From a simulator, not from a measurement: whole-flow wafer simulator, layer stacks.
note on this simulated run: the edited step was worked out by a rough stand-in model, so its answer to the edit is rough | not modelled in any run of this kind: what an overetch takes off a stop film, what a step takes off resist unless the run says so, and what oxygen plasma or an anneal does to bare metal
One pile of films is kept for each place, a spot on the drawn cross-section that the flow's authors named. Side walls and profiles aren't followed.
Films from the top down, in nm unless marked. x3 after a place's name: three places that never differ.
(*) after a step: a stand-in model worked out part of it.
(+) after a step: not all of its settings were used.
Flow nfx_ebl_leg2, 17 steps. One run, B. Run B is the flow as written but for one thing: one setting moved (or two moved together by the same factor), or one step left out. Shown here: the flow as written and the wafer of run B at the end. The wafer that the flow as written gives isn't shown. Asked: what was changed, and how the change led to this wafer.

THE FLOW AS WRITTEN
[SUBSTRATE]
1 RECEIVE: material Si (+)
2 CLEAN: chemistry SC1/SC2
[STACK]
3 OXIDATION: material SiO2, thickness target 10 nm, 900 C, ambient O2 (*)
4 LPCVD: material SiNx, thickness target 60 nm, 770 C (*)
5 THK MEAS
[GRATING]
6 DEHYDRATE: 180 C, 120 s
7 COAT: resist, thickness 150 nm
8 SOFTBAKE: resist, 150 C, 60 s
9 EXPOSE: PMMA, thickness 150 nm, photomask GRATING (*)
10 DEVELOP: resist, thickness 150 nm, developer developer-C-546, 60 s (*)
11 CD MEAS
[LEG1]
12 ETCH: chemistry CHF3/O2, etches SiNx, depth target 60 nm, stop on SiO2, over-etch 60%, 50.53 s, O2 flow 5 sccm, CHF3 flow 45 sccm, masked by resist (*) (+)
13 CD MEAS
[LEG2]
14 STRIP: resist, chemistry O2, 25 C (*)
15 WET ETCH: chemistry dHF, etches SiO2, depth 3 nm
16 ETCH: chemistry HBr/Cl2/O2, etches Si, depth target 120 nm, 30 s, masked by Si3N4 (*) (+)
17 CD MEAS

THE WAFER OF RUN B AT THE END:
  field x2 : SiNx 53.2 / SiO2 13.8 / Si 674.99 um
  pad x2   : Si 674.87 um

The cause: step 3, OXIDATION: 935 C was run, where the flow has 900 C.

How the change led to this, step by step:
  3 OXIDATION: material SiO2, thickness target 10 nm, 900 C, ambient O2 (*)
      field x2, pad x2: SiO2 +13.8 (new film), chemical SiO2 -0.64 (all of it), Si -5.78 (as written it would be: SiO2 +10 (new film), chemical SiO2 -0.64 (all of it), Si -4.12)
  12 ETCH: chemistry CHF3/O2, etches SiNx, depth target 60 nm, stop on SiO2, over-etch 60%, 50.53 s, O2 flow 5 sccm, CHF3 flow 45 sccm, masked by resist (*) (+)
      pad x2: SiNx -60 (all of it), SiO2 -13.8 (all of it) (as written it would be: SiNx -60 (all of it), SiO2 -10 (all of it))
